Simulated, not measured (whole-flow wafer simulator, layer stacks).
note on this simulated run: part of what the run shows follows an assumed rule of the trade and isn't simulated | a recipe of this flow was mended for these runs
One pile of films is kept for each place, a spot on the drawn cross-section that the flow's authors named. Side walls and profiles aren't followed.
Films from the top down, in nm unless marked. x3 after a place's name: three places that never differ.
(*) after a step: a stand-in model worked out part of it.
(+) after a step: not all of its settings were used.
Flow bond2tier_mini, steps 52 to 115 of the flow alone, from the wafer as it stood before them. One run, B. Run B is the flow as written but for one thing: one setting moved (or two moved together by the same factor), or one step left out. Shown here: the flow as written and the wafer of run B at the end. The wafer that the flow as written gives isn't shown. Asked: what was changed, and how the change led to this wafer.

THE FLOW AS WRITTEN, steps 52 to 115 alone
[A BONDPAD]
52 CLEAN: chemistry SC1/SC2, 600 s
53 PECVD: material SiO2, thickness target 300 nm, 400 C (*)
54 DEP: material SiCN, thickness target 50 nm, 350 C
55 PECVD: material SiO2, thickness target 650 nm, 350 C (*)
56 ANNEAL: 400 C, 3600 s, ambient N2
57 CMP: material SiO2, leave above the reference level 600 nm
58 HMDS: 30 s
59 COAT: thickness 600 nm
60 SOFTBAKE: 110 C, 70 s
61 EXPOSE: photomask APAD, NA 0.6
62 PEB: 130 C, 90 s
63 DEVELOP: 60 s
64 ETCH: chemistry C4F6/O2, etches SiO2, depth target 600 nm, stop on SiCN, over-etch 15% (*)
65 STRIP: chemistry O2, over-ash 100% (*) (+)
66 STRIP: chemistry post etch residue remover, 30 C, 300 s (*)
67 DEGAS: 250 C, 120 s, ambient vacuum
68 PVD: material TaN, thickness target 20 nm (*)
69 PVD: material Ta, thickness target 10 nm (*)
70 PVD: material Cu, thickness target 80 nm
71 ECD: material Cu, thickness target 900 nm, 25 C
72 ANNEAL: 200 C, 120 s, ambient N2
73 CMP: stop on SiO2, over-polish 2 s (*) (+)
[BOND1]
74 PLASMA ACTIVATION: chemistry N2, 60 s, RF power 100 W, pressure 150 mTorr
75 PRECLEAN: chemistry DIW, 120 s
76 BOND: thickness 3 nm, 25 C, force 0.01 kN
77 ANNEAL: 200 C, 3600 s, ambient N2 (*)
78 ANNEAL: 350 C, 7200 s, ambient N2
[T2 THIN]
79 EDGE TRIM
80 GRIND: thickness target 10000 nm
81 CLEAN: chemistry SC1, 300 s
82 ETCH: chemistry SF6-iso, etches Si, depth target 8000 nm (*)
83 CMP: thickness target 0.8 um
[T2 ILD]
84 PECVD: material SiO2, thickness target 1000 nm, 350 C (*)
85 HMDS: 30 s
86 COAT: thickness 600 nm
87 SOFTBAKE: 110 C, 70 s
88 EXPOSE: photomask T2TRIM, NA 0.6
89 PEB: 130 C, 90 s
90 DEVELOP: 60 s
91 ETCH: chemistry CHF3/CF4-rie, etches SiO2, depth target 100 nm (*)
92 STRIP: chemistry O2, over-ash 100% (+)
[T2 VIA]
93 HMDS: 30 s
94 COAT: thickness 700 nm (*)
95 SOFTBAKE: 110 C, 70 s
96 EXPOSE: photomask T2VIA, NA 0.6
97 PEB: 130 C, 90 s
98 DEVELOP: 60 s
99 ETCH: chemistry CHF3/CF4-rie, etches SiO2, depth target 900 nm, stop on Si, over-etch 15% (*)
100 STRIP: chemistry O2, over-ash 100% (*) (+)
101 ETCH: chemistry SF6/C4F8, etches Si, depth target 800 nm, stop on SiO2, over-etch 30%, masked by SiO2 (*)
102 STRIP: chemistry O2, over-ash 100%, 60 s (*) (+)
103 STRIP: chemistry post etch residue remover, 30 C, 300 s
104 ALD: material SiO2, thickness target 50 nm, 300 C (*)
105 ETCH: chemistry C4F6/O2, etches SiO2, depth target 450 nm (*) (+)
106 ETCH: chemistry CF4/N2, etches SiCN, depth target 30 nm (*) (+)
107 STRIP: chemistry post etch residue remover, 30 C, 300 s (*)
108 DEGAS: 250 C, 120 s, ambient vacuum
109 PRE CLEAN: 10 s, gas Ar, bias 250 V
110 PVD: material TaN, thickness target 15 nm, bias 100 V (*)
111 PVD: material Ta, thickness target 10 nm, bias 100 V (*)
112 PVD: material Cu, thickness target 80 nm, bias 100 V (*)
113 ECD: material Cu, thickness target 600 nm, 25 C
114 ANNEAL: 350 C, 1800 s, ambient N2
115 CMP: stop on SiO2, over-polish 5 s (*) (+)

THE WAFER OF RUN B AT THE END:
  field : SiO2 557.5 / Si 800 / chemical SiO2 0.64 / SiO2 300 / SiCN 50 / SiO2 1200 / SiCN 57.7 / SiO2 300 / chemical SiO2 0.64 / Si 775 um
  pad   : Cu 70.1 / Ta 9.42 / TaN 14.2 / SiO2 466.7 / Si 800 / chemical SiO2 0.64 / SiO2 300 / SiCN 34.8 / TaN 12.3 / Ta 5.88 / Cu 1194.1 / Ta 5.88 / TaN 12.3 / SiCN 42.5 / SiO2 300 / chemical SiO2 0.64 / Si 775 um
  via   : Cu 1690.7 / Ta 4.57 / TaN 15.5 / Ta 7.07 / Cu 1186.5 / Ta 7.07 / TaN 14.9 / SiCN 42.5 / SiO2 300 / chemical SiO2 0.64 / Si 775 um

The cause: step 54, DEP: thickness target 57.7 nm was run, where the flow has thickness target 50 nm.
It can be read off the wafer: field has SiCN 57.7, and step 54 as written asks for 50 nm.

How the change led to this, step by step:
  54 DEP: material SiCN, thickness target 50 nm, 350 C
      field, pad, via: SiCN +57.7 (new film) (as written it would be: SiCN +50 (new film))
